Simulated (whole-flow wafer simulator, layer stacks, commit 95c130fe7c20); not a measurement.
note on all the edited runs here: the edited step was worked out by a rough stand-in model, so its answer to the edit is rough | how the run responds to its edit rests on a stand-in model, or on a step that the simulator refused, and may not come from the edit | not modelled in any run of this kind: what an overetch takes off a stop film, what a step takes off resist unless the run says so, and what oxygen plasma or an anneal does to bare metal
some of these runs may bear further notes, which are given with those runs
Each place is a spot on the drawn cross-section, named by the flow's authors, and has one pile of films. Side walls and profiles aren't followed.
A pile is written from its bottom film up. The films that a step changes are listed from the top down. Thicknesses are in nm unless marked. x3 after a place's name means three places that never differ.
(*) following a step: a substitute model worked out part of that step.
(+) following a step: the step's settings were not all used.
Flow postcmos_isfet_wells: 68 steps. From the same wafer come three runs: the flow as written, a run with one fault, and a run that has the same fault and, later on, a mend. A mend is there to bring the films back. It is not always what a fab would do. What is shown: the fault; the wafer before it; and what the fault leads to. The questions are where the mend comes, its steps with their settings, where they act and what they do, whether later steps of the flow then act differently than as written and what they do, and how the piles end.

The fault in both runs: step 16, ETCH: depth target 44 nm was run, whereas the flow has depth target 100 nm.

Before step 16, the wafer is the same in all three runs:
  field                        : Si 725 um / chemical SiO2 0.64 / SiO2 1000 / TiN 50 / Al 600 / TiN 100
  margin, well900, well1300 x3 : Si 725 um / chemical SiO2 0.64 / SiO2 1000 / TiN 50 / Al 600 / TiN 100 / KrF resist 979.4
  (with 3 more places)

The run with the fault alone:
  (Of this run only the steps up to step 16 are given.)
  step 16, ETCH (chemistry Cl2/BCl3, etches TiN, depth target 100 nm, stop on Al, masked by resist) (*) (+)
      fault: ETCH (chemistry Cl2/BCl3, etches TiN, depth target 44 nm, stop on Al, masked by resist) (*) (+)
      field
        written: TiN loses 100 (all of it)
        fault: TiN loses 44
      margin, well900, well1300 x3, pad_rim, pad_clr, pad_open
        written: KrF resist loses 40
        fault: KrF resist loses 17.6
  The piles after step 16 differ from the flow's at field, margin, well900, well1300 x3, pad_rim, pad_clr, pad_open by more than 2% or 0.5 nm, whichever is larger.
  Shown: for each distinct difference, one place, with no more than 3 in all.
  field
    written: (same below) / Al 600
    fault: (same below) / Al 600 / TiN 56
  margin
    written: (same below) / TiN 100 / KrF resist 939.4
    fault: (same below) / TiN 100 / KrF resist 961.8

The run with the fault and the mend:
  The mend stands after step 16.
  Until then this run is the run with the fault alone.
  step 16a, ETCH (chemistry Cl2/BCl3, etches TiN, depth target 56 nm, stop on Al, masked by resist) (the flow's step 16, run once more with other settings)
      margin, well900, well1300 x3, pad_rim, pad_clr, pad_open
        KrF resist loses 22.4
      field
        TiN loses 56 (all of it)
  None of the later steps of the flow acts differently than as written at any place that is followed.
  The piles end the same as the flow's at every place that both follow.
